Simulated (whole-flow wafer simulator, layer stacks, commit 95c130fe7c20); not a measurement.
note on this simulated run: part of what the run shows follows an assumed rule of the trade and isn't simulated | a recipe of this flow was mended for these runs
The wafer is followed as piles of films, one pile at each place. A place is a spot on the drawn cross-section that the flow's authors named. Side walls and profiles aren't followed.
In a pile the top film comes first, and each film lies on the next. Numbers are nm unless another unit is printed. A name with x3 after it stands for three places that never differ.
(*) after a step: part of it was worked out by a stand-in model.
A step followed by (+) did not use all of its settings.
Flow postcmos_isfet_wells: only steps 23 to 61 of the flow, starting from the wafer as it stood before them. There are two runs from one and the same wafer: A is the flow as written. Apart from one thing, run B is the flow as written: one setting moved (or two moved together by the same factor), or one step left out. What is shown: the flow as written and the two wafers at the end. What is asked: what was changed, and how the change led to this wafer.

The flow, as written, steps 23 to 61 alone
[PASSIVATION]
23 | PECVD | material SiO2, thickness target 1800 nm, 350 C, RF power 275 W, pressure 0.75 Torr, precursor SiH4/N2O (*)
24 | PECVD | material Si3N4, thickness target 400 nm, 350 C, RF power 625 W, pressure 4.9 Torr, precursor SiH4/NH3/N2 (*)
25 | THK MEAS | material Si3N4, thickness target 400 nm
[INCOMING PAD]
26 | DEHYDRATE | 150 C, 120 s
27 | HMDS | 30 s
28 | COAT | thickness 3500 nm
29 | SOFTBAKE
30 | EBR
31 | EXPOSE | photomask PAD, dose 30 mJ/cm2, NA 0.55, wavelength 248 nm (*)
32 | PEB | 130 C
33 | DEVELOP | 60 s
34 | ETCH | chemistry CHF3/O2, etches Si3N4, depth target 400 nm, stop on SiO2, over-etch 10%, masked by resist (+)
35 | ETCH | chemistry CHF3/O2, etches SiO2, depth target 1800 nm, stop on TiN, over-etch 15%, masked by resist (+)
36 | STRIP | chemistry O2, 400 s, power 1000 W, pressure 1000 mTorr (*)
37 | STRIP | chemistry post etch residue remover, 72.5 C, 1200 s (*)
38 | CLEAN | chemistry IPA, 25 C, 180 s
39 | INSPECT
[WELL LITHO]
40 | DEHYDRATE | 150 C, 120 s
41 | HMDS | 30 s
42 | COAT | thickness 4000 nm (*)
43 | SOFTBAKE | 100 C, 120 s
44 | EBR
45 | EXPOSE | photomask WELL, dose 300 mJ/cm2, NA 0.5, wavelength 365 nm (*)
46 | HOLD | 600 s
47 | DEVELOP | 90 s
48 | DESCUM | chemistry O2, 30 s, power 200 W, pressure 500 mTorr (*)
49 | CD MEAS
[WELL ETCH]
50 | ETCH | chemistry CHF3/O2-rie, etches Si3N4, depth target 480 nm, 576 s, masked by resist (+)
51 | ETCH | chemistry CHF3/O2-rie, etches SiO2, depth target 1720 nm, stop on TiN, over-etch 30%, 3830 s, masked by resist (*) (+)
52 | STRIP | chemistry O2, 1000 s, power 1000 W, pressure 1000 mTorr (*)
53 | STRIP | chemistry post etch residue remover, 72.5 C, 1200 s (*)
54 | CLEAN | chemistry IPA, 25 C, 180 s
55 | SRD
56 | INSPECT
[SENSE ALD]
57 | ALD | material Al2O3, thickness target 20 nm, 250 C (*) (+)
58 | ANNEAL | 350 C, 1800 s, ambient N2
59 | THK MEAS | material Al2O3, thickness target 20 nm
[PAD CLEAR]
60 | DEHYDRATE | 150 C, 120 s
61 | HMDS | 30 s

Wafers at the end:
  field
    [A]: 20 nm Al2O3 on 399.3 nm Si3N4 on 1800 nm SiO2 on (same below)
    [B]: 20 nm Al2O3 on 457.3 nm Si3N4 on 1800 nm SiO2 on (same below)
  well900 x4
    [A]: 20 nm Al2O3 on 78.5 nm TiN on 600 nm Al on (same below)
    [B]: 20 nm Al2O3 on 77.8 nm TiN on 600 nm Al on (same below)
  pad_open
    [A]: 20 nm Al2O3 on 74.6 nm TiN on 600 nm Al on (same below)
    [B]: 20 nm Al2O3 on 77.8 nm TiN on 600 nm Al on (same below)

What caused this: step 24, PECVD: thickness target 458 nm was run, while the flow as written has thickness target 400 nm.

How this came from the change, step by step:
  24 | PECVD | material Si3N4, thickness target 400 nm, 350 C, RF power 625 W, pressure 4.9 Torr, precursor SiH4/NH3/N2 (*)
      field, margin x2, well900 x4, pad_clr, pad_open: A Si3N4 gains 400 (new film) | B Si3N4 gains 458 (new film)
  34 | ETCH | chemistry CHF3/O2, etches Si3N4, depth target 400 nm, stop on SiO2, over-etch 10%, masked by resist (+)
      pad_open: A Si3N4 loses 400 (all of it), SiO2 loses 20 | B Si3N4 loses 440
  35 | ETCH | chemistry CHF3/O2, etches SiO2, depth target 1800 nm, stop on TiN, over-etch 15%, masked by resist (+)
      pad_open: A SiO2 loses 1780 (all of it), TiN loses 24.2 | B Si3N4 loses 18 (all of it), SiO2 loses 1800 (all of it), TiN loses 20.9
  43 | SOFTBAKE | 100 C, 120 s
      pad_clr: A thick-g/i-line-resist loses 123 | B thick-g/i-line-resist loses 127.2
  50 | ETCH | chemistry CHF3/O2-rie, etches Si3N4, depth target 480 nm, 576 s, masked by resist (+)
      well900 x4: A Si3N4 loses 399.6 (all of it), SiO2 loses 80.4 | B Si3N4 loses 457.6 (all of it), SiO2 loses 22.4
  51 | ETCH | chemistry CHF3/O2-rie, etches SiO2, depth target 1720 nm, stop on TiN, over-etch 30%, 3830 s, masked by resist (*) (+)
      well900 x4: A SiO2 loses 1719.6 (all of it), TiN loses 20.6 | B SiO2 loses 1777.6 (all of it), TiN loses 21.3
